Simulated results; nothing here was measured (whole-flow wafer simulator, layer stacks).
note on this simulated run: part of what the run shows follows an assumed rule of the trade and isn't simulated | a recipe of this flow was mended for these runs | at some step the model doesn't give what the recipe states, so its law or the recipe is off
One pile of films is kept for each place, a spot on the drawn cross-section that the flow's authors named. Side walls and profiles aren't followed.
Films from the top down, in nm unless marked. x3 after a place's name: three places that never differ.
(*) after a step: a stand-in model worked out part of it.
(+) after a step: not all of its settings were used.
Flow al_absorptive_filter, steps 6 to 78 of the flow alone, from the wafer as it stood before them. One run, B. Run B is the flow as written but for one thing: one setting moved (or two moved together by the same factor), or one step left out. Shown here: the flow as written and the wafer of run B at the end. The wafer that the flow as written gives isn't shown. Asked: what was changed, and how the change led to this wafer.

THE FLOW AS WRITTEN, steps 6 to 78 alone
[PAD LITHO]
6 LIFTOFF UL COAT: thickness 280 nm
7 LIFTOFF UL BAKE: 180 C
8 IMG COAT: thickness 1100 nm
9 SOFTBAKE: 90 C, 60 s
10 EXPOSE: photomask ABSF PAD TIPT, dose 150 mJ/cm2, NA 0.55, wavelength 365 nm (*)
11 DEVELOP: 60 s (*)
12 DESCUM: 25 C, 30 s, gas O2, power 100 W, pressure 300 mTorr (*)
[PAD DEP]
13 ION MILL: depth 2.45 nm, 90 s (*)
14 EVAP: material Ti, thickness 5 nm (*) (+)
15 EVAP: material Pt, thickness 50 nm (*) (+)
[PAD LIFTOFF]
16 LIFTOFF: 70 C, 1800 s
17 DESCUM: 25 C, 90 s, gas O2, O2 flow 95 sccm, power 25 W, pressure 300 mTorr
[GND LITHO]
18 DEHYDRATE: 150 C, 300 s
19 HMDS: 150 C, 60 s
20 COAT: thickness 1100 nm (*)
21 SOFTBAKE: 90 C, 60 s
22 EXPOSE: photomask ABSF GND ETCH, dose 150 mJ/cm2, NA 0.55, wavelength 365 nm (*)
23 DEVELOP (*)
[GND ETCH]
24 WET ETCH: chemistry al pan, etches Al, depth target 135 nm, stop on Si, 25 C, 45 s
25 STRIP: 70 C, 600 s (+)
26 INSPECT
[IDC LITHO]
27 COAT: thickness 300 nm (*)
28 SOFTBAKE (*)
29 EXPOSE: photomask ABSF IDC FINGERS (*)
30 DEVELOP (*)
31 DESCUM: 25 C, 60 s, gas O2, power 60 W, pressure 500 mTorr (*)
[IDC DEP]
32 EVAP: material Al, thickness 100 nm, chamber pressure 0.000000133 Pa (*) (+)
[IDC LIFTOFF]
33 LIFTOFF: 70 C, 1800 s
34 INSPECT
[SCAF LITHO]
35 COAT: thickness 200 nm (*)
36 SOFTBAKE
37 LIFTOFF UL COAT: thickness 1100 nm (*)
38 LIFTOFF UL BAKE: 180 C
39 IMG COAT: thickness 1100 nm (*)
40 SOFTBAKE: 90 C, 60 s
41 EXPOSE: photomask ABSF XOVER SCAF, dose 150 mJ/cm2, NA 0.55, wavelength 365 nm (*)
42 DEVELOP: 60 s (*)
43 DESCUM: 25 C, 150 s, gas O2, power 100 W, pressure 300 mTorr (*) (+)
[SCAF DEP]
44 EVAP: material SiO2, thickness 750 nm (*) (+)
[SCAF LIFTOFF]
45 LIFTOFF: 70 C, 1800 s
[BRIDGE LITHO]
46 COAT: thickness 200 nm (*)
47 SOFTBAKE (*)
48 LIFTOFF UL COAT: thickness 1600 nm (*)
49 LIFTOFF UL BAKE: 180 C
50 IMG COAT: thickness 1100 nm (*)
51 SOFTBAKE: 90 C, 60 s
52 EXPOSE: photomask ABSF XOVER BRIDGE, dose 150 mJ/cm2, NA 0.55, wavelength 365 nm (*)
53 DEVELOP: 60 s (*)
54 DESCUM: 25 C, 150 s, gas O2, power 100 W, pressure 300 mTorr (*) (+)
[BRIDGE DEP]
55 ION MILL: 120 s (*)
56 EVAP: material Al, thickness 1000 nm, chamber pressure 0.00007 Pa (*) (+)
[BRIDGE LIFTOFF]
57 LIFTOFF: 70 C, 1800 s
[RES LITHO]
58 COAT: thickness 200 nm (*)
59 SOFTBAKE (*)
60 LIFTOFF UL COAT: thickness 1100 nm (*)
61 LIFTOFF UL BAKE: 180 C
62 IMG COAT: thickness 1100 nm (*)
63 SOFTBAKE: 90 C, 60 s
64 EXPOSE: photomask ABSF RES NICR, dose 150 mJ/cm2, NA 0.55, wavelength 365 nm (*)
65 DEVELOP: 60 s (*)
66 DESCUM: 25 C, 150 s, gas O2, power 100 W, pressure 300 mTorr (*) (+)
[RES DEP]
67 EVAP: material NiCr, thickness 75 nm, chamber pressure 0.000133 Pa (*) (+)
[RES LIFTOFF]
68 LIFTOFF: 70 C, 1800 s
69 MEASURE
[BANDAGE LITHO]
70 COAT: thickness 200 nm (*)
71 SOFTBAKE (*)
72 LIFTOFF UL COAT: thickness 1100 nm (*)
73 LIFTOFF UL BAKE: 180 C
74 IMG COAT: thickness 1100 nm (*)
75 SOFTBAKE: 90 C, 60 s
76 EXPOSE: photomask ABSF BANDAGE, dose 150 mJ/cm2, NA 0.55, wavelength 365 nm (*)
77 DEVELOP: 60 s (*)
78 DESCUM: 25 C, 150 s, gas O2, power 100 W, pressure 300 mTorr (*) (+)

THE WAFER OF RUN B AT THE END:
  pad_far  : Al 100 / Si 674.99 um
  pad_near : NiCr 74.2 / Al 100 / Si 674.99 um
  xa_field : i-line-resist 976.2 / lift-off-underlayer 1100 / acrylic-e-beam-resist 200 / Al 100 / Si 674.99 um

The cause: step 11, DEVELOP: 60 s (*), was left out.

How the change led to this, step by step:
  12 DESCUM: 25 C, 30 s, gas O2, power 100 W, pressure 300 mTorr (*)
      pad_far, pad_near: i-line-resist -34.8 (as written it would be: nothing)
  13 ION MILL: depth 2.45 nm, 90 s (*)
      pad_far, pad_near: i-line-resist -19.6 (as written it would be: Al -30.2)
  16 LIFTOFF: 70 C, 1800 s
      pad_far, pad_near: Pt -50 (all of it), Ti -5 (all of it), i-line-resist -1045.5 (all of it), lift-off-underlayer -280 (all of it) (as written it would be: nothing)
  35 COAT: thickness 200 nm (*)
      ledge: acrylic-e-beam-resist +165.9 (new film) (as written it would be: acrylic-e-beam-resist +169.8 (new film))
  45 LIFTOFF: 70 C, 1800 s
      ledge: SiO2 -750 (all of it), i-line-resist -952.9 (all of it), lift-off-underlayer -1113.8 (all of it), acrylic-e-beam-resist -165.9 (all of it) (as written it would be: SiO2 -750 (all of it), i-line-resist -952.1 (all of it), lift-off-underlayer -1114 (all of it), acrylic-e-beam-resist -169.8 (all of it))
  46 COAT: thickness 200 nm (*)
      ledge: acrylic-e-beam-resist +165.9 (new film) (as written it would be: acrylic-e-beam-resist +169.8 (new film))
  57 LIFTOFF: 70 C, 1800 s
      ledge: Al -1000 (all of it), i-line-resist -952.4 (all of it), lift-off-underlayer -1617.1 (all of it), acrylic-e-beam-resist -165.9 (all of it) (as written it would be: Al -1000 (all of it), i-line-resist -951.7 (all of it), lift-off-underlayer -1617.2 (all of it), acrylic-e-beam-resist -169.8 (all of it))
  58 COAT: thickness 200 nm (*)
      ledge: acrylic-e-beam-resist +165.9 (new film) (as written it would be: acrylic-e-beam-resist +169.8 (new film))
  66 DESCUM: 25 C, 150 s, gas O2, power 100 W, pressure 300 mTorr (*) (+)
      ledge: acrylic-e-beam-resist -165.9 (all of it) (as written it would be: acrylic-e-beam-resist -169.8 (all of it))
  70 COAT: thickness 200 nm (*)
      ledge: acrylic-e-beam-resist +163.5 (new film) (as written it would be: acrylic-e-beam-resist +167 (new film))
